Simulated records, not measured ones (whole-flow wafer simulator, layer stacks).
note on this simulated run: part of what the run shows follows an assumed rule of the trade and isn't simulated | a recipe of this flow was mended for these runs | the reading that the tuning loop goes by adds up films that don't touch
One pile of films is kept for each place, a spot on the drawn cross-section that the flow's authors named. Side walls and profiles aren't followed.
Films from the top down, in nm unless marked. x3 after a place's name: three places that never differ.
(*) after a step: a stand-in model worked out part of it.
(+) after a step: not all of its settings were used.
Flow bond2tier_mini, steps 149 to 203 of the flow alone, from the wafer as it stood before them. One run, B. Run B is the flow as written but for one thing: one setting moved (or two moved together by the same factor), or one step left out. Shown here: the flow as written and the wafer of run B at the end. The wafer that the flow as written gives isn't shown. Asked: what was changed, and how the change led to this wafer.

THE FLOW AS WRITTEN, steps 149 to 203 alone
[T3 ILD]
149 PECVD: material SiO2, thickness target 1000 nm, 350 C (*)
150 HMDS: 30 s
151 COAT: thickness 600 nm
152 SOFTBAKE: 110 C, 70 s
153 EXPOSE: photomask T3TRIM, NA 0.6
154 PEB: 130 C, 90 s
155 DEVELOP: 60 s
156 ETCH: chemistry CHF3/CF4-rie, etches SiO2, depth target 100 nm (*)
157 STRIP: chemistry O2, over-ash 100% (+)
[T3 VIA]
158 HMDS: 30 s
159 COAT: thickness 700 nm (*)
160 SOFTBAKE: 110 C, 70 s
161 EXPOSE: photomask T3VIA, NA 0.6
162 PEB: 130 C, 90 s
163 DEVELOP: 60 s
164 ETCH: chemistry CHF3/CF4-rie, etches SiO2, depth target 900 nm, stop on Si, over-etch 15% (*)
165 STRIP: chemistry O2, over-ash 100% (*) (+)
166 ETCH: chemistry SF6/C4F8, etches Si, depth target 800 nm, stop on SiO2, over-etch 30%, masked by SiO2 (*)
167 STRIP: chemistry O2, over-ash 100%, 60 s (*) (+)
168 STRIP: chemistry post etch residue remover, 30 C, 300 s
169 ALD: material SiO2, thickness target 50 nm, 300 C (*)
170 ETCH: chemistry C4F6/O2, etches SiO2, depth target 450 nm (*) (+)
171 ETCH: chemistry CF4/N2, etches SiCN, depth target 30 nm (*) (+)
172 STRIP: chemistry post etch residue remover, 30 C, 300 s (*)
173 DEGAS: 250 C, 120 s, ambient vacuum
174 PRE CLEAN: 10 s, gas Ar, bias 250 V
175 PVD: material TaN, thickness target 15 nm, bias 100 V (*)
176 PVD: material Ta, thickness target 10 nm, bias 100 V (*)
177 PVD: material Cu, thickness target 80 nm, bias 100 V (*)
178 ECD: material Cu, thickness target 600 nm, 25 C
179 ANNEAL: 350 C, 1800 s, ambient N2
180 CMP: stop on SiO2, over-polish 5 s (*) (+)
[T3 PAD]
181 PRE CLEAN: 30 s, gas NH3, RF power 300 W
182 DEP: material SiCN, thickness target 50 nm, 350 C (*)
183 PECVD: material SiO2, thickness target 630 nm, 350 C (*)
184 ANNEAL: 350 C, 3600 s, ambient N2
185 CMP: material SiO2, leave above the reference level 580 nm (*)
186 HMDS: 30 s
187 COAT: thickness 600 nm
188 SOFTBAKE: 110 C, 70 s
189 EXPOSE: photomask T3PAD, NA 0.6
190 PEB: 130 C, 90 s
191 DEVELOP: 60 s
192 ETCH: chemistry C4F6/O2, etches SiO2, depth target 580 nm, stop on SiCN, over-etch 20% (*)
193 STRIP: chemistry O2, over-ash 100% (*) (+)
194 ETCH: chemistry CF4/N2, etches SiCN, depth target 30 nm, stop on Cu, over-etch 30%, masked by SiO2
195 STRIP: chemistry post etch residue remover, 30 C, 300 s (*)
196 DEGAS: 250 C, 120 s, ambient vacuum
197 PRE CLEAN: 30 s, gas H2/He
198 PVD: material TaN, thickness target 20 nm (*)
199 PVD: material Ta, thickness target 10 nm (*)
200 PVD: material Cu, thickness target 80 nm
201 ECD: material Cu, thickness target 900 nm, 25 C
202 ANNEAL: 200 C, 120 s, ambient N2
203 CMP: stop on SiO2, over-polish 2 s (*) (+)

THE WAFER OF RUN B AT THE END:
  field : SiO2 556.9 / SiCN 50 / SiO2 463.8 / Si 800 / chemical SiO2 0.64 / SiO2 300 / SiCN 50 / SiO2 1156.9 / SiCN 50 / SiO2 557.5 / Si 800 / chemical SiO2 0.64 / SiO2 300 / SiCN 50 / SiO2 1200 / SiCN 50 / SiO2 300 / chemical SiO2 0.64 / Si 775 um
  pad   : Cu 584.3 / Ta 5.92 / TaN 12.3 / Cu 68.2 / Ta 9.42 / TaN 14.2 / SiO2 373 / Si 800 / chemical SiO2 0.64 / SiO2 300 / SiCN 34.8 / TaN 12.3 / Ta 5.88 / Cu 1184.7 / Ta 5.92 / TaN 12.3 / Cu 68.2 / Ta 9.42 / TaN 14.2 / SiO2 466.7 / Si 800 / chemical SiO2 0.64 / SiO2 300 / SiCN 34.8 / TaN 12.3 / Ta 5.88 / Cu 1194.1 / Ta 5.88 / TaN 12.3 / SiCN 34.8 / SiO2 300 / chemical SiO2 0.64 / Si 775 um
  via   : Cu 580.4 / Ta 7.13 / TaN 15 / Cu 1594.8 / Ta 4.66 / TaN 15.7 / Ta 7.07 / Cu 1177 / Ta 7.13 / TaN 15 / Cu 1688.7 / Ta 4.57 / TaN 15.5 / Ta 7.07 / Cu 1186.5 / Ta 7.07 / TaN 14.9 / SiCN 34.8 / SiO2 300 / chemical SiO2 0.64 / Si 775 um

The cause: step 149, PECVD: thickness target 906.2 nm was run, where the flow has thickness target 1000 nm.

How the change led to this, step by step:
  149 PECVD: material SiO2, thickness target 1000 nm, 350 C (*)
      field, pad, via: SiO2 +906.2 (new film) (as written it would be: SiO2 +1000 (new film))
  164 ETCH: chemistry CHF3/CF4-rie, etches SiO2, depth target 900 nm, stop on Si, over-etch 15% (*)
      field, pad: thick-KrF-resist -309 (as written it would be: thick-KrF-resist -345)
      via: SiO2 -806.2 (all of it), Si -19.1 (as written it would be: SiO2 -900 (all of it), Si -11.2)
  165 STRIP: chemistry O2, over-ash 100% (*) (+)
      field: thick-KrF-resist -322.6 (all of it) (as written it would be: thick-KrF-resist -286.6 (all of it))
      pad: thick-KrF-resist -408.9 (all of it) (as written it would be: thick-KrF-resist -372.9 (all of it))
  177 PVD: material Cu, thickness target 80 nm, bias 100 V (*)
      via: Cu +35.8 (new film) (as written it would be: Cu +35 (new film))
  178 ECD: material Cu, thickness target 600 nm, 25 C
      via: Cu +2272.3 (as written it would be: Cu +2367)
